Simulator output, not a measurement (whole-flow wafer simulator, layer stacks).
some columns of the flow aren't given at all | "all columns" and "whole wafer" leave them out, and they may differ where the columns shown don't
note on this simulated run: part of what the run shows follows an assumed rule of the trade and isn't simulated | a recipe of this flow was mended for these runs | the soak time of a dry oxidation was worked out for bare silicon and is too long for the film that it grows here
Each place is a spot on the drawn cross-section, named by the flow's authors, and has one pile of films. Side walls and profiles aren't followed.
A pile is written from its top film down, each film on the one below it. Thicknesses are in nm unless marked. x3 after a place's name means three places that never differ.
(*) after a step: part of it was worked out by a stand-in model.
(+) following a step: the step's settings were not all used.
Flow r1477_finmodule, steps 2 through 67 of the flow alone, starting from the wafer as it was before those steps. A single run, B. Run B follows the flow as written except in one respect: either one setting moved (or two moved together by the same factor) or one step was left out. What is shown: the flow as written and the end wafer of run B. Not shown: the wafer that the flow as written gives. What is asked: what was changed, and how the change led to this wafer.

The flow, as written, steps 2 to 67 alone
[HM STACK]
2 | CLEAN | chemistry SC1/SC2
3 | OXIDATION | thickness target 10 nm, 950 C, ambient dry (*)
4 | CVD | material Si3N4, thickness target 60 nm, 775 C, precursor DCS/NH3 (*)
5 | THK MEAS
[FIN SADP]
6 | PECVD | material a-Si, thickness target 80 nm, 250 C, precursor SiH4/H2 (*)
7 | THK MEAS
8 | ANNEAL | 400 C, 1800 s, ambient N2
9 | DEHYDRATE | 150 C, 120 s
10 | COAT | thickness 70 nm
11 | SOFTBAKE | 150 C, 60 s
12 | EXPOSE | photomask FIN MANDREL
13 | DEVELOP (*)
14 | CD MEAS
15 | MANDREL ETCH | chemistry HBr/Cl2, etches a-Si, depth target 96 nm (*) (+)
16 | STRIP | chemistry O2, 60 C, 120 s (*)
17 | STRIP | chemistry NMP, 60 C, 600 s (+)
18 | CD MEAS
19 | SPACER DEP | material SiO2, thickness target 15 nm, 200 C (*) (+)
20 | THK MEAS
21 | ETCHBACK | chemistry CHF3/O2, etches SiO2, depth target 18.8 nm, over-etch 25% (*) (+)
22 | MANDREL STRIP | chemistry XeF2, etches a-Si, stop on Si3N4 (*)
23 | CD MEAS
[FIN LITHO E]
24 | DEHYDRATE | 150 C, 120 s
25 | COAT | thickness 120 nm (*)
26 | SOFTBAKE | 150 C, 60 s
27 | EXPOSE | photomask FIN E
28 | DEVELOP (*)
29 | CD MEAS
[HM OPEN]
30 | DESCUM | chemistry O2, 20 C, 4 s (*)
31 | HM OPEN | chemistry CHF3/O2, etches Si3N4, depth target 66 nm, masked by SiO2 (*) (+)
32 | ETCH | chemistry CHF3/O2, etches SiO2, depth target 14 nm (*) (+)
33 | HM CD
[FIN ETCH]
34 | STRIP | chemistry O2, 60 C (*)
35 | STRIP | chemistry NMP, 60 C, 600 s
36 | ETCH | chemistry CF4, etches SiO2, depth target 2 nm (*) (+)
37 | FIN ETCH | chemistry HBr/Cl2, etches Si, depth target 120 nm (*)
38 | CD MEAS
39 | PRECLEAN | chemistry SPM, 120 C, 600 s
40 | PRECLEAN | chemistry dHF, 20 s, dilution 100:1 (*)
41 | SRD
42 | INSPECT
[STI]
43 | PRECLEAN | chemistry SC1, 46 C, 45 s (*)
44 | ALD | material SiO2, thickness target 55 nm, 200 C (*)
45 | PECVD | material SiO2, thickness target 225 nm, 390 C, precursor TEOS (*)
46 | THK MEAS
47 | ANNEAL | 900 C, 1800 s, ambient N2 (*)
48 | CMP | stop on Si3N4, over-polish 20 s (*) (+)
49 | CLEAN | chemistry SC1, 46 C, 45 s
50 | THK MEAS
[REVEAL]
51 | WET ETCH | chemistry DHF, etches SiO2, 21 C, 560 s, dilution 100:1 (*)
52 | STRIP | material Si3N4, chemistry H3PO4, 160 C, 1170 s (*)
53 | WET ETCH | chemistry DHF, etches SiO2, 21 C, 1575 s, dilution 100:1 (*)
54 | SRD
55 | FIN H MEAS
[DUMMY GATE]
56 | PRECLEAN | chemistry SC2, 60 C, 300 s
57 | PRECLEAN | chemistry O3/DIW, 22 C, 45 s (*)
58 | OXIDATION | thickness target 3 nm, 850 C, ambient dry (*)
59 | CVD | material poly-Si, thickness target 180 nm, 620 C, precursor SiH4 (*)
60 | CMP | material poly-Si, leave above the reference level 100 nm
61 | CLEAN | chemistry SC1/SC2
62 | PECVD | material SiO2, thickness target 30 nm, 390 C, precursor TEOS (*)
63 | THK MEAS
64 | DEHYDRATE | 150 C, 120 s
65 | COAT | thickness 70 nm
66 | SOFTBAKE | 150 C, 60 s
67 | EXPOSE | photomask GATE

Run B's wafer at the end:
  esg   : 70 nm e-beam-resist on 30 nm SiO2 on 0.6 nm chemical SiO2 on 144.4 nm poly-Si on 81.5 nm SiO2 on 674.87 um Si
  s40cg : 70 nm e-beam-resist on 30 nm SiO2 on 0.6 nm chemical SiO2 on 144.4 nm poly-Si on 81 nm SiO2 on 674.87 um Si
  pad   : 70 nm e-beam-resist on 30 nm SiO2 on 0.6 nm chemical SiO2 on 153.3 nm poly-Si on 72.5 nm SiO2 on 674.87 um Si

The reason: step 15, MANDREL ETCH: depth target 84.5 nm was run, while the flow as written has depth target 96 nm.

Step by step, how the change led to this:
  15 | MANDREL ETCH | chemistry HBr/Cl2, etches a-Si, depth target 96 nm (*) (+)
      pad, padg, elg and 27 more: -80 a-Si (all of it), -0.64 Si3N4 (in the flow as written it would be: -80 a-Si (all of it), -2.29 Si3N4)
      s40cg, s45cg, s50cg, s40co, s45co, s50co: -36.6 e-beam-resist (in the flow as written it would be: -41 e-beam-resist)
  16 | STRIP | chemistry O2, 60 C, 120 s (*)
      s40cg, s45cg, s50cg, s40co, s45co, s50co: +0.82 chemical SiO2 (new film), -33.4 e-beam-resist (all of it), -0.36 a-Si (in the flow as written it would be: +0.89 chemical SiO2 (new film), -29 e-beam-resist (all of it), -0.39 a-Si)
  31 | HM OPEN | chemistry CHF3/O2, etches Si3N4, depth target 66 nm, masked by SiO2 (*) (+)
      pad, padg, esg and 13 more: -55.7 Si3N4 (all of it), -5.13 SiO2 (in the flow as written it would be: -54.1 Si3N4 (all of it), -5.95 SiO2)
  32 | ETCH | chemistry CHF3/O2, etches SiO2, depth target 14 nm (*) (+)
      pad, padg, esg and 13 more: -4.87 SiO2 (all of it), -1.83 Si (in the flow as written it would be: -4.05 SiO2 (all of it), -1.99 Si)
  52 | STRIP | material Si3N4, chemistry H3PO4, 160 C, 1170 s (*)
      elg, e40lg, e100lg, e200lg, elo, e40lo, e100lo, e200lo: -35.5 Si3N4 (all of it), -2.1 SiO2 (in the flow as written it would be: -33.9 Si3N4 (all of it), -2.15 SiO2)
      s40sg_line, s45sg_line, s50sg_line, s40so_line, s45so_line, s50so_line: -56.7 Si3N4 (all of it), -1.43 SiO2 (in the flow as written it would be: -55.1 Si3N4 (all of it), -1.49 SiO2)
  60 | CMP | material poly-Si, leave above the reference level 100 nm
      pad, padg: -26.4 poly-Si (in the flow as written it would be: -24.8 poly-Si)
